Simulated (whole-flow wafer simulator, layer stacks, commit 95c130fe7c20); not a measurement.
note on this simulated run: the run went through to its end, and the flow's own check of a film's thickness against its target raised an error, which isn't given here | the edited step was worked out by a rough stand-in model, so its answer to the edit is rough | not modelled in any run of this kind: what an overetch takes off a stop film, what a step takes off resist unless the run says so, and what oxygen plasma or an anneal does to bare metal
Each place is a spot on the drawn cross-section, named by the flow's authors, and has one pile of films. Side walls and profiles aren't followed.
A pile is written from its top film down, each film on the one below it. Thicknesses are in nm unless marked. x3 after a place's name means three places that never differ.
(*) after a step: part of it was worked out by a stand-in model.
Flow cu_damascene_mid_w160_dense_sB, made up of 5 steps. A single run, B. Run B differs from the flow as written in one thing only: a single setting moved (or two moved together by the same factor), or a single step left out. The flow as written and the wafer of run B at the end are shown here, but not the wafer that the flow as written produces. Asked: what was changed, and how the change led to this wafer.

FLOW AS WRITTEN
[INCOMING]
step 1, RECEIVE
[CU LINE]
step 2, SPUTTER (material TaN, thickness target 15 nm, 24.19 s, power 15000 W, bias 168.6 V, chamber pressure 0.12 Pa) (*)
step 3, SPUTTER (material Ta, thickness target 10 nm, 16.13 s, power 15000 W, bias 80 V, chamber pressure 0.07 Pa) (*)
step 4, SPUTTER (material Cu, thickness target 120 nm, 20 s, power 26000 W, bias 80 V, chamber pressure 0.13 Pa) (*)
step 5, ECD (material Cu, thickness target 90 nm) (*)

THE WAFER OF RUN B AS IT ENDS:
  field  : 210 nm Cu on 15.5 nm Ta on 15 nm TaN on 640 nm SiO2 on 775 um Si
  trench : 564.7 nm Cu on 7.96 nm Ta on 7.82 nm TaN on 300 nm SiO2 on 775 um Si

What caused this: step 3, SPUTTER: thickness target 15.5 nm was run, though the flow has thickness target 10 nm; step 3, SPUTTER: 25 s was run, where the flow has 16.13 s.
One can read it off the wafer: field has Ta 15.5, and step 3 as written asks for 10 nm.

The path from the change to this, step by step:
  step 3, SPUTTER (material Ta, thickness target 10 nm, 16.13 s, power 15000 W, bias 80 V, chamber pressure 0.07 Pa) (*)
      field: +15.5 Ta (new film) (it would be, as written: +10 Ta (new film))
      trench: +7.96 Ta (new film) (it would be, as written: +5.14 Ta (new film))
